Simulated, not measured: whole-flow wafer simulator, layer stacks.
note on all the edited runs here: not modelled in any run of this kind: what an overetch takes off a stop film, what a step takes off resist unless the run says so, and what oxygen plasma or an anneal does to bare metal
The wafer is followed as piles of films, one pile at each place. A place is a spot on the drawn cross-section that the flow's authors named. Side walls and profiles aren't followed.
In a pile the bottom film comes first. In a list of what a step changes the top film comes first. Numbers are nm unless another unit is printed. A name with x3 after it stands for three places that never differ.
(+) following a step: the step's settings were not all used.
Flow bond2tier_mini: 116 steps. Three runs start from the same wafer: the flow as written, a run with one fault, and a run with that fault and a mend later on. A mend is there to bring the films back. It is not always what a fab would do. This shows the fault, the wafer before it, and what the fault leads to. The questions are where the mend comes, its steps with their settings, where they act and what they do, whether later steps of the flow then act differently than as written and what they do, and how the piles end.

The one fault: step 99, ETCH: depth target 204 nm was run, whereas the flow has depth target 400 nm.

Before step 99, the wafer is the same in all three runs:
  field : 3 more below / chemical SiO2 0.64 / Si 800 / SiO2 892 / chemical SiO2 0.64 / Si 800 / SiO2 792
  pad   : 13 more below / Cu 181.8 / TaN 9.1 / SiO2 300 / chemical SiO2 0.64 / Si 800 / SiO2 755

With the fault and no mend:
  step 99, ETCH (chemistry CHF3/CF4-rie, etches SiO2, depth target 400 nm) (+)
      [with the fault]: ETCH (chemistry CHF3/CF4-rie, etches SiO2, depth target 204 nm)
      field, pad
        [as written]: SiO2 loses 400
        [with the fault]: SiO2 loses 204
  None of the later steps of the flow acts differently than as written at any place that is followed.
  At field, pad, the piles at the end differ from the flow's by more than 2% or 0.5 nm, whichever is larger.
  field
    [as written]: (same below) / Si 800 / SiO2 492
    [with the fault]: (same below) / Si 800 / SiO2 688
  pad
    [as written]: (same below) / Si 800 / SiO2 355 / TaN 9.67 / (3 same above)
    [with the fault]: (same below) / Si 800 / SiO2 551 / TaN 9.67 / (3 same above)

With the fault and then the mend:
  The mend follows step 99.
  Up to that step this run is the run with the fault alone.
  step 99a, ETCH (chemistry CHF3/CF4-rie, etches SiO2, depth target 196 nm) (+) (the flow's step 99 again, with other settings)
      field, pad
        SiO2 loses 196
  None of the later steps of the flow acts differently than as written at any place that is followed.
  By the end, the piles equal the flow's at every place that both follow.
